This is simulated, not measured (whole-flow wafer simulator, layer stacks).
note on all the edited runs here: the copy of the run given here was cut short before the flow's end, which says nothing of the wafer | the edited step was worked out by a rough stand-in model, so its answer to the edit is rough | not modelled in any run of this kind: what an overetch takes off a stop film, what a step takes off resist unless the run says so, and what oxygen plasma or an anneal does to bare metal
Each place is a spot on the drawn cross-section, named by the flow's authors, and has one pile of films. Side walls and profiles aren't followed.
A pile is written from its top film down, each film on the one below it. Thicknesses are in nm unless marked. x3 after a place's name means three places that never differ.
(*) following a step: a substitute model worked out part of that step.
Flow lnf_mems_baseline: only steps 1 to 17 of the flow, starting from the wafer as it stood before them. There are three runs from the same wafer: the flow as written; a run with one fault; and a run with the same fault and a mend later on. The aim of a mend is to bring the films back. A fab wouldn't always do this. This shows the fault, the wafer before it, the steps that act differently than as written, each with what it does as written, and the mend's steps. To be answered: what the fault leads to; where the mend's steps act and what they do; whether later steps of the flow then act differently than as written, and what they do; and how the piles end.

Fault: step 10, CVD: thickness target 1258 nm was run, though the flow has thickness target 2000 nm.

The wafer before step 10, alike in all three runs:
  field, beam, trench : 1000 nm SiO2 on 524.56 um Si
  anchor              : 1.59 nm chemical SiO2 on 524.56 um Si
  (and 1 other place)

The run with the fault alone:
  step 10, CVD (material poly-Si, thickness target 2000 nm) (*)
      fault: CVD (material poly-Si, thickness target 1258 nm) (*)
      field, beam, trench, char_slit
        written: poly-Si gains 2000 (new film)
        fault: poly-Si gains 1258 (new film)
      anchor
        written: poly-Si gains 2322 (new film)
        fault: poly-Si gains 1258 (new film)
  Later steps of the flow acting differently than as written (1 more step, not shown, differs only slightly: by at most 2% or 0.5 nm, whichever is larger):
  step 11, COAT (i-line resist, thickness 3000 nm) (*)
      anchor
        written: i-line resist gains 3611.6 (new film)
        fault: i-line resist gains 3893.5 (new film)
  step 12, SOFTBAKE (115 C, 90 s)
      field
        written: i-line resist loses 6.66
        fault: i-line resist loses 10.8
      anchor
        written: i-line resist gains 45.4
        fault: i-line resist gains 72.9
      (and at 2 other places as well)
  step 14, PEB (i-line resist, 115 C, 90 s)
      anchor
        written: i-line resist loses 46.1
        fault: i-line resist loses 51.7
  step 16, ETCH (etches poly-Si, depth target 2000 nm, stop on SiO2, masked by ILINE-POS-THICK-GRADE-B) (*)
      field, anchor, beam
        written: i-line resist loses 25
        fault: i-line resist loses 23.6
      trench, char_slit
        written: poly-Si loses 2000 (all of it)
        fault: poly-Si loses 1258 (all of it)
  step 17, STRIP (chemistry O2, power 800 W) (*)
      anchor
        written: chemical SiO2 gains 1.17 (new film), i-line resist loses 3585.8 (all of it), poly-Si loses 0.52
        fault: chemical SiO2 gains 1.2 (new film), i-line resist loses 3891 (all of it), poly-Si loses 0.53
  By the end, the piles at field, anchor, beam depart from the flow's by more than 2% or 0.5 nm, whichever is larger.
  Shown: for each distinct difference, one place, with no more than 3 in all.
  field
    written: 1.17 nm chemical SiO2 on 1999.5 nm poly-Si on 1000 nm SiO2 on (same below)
    fault: 1.2 nm chemical SiO2 on 1257.5 nm poly-Si on 1000 nm SiO2 on (same below)
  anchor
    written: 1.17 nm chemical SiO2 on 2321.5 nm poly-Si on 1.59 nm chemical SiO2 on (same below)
    fault: 1.2 nm chemical SiO2 on 1257.5 nm poly-Si on 1.59 nm chemical SiO2 on (same below)

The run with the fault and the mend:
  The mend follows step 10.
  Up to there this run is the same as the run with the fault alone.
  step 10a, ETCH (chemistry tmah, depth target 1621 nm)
      field, anchor, beam, trench, char_slit
        poly-Si loses 1258 (all of it)
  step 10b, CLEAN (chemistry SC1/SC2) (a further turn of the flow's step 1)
      alters no film at any place that is followed
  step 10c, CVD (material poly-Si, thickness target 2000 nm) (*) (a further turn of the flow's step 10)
      field, beam, trench, char_slit
        poly-Si gains 2000 (new film)
      anchor
        poly-Si gains 2322 (new film)
  Later steps of the flow that are run all act as written at every place that is followed.
  At every place that both follow, the piles at the end match the flow's.
